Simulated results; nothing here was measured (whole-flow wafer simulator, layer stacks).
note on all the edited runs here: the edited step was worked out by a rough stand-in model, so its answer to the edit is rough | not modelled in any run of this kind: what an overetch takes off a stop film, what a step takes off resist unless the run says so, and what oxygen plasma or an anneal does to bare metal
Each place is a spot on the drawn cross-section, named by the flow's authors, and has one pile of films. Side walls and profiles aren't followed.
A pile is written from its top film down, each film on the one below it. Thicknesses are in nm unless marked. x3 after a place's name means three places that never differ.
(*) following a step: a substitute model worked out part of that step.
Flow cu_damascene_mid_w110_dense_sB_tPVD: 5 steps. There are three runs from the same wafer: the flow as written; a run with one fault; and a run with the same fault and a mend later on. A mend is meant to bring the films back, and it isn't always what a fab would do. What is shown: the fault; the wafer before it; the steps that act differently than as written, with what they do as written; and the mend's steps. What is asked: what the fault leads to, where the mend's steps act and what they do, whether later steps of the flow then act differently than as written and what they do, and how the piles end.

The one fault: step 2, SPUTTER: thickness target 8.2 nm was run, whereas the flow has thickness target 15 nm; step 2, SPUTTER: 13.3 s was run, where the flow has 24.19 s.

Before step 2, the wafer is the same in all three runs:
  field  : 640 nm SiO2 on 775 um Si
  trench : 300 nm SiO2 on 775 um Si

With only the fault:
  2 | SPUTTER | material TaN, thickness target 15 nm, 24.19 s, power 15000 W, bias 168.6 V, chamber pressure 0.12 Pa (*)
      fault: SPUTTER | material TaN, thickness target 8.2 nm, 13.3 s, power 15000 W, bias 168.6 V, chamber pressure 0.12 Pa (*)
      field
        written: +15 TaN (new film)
        fault: +8.2 TaN (new film)
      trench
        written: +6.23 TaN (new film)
        fault: +3.41 TaN (new film)
  None of the later steps of the flow differs from how it acts as written, at any place that is followed, by more than 2% or 0.5 nm, whichever is larger.
  The piles end different from the flow's at field, trench by more than 2% or 0.5 nm, whichever is larger.
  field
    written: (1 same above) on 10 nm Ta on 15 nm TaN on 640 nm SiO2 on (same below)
    fault: (1 same above) on 10 nm Ta on 8.2 nm TaN on 640 nm SiO2 on (same below)
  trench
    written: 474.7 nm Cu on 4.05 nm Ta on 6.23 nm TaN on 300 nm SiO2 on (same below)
    fault: 470.7 nm Cu on 4.13 nm Ta on 3.41 nm TaN on 300 nm SiO2 on (same below)

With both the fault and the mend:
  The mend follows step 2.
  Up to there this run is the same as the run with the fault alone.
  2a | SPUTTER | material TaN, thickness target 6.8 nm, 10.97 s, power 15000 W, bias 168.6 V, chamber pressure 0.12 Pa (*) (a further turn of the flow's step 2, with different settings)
      field
        +6.8 TaN
      trench
        +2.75 TaN
  None of the later steps of the flow differs from how it acts as written, at any place that is followed, by more than 2% or 0.5 nm, whichever is larger.
  At the end the piles are close to the flow's at the places that both follow, differing by at most 2% or 0.5 nm, whichever is larger.
